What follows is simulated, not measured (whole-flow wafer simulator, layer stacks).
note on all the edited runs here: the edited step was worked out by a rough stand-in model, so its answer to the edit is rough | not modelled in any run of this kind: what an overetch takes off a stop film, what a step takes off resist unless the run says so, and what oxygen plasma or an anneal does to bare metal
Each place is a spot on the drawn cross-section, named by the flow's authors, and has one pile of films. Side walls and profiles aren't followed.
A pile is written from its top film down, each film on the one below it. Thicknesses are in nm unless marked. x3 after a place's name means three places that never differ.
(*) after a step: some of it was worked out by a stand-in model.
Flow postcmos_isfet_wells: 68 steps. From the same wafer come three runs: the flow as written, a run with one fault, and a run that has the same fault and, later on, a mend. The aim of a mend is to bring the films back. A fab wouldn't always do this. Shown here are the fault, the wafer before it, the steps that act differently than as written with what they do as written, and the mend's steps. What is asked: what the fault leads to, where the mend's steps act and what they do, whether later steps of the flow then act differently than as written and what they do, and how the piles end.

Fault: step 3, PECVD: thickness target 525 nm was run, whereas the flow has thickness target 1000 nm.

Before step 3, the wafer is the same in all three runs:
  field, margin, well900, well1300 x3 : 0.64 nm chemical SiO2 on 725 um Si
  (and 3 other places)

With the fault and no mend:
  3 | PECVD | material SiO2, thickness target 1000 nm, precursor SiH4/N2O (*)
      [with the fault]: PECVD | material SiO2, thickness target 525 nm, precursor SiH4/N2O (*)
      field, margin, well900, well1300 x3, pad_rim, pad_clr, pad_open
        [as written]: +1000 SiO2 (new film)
        [with the fault]: +525 SiO2 (new film)
  None of the later steps of the flow acts differently than as written at any place that is followed.
  At field, margin, well900, well1300 x3, pad_rim, pad_clr, pad_open, the piles at the end differ from the flow's by more than 2% or 0.5 nm, whichever is larger.
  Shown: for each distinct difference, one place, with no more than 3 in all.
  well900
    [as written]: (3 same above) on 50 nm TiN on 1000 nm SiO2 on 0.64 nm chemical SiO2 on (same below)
    [with the fault]: (3 same above) on 50 nm TiN on 525 nm SiO2 on 0.64 nm chemical SiO2 on (same below)
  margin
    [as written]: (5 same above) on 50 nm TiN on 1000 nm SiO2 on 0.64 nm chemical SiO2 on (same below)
    [with the fault]: (5 same above) on 50 nm TiN on 525 nm SiO2 on 0.64 nm chemical SiO2 on (same below)
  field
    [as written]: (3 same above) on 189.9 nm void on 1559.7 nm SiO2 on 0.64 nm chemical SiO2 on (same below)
    [with the fault]: (3 same above) on 189.9 nm void on 1084.7 nm SiO2 on 0.64 nm chemical SiO2 on (same below)

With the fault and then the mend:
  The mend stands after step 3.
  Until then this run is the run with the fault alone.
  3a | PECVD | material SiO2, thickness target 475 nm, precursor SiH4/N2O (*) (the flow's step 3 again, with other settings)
      field, margin, well900, well1300 x3, pad_rim, pad_clr, pad_open
        +475 SiO2
  None of the later steps of the flow acts differently than as written at any place that is followed.
  At every place that both follow, the piles at the end match the flow's.
